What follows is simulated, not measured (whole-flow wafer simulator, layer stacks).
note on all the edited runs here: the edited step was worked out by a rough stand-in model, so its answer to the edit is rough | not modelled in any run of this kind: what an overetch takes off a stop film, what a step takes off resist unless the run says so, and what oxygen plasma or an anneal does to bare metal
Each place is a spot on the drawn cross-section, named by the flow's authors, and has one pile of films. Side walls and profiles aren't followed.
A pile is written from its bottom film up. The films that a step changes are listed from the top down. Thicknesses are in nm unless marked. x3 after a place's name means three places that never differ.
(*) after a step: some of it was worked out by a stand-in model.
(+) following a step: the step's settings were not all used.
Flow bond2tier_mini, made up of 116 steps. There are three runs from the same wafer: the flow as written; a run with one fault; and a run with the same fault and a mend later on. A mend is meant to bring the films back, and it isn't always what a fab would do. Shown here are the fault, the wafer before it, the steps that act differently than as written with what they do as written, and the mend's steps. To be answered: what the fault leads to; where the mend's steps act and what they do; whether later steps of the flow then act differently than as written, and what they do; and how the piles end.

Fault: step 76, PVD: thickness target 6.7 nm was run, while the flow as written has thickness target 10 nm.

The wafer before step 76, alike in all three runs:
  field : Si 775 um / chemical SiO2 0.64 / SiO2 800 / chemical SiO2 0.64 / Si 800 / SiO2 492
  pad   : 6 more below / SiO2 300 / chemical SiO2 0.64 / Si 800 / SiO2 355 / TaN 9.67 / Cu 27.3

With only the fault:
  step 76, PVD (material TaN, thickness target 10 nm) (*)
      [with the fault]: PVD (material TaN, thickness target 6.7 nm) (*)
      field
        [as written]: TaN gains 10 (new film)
        [with the fault]: TaN gains 6.7 (new film)
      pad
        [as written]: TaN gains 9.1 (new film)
        [with the fault]: TaN gains 6.1 (new film)
  Steps later in the flow that act otherwise than as written (not shown: 1 more step that differs only slightly, by at most 2% or 0.5 nm, whichever is larger):
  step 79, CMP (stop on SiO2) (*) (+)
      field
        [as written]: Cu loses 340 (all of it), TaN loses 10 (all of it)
        [with the fault]: Cu loses 340 (all of it), TaN loses 6.7 (all of it)
  At pad, the piles at the end differ from the flow's by more than 2% or 0.5 nm, whichever is larger.
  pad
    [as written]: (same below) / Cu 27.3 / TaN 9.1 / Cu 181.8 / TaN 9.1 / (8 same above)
    [with the fault]: (same below) / Cu 27.3 / TaN 6.1 / Cu 184.8 / TaN 9.1 / (8 same above)

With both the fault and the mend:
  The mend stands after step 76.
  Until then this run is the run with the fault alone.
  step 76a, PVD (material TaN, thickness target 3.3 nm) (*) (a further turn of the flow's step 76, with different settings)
      field
        TaN gains 3.3
      pad
        TaN gains 3
  Later steps of the flow that are run all act as written at every place that is followed.
  By the end, the piles equal the flow's at every place that both follow.
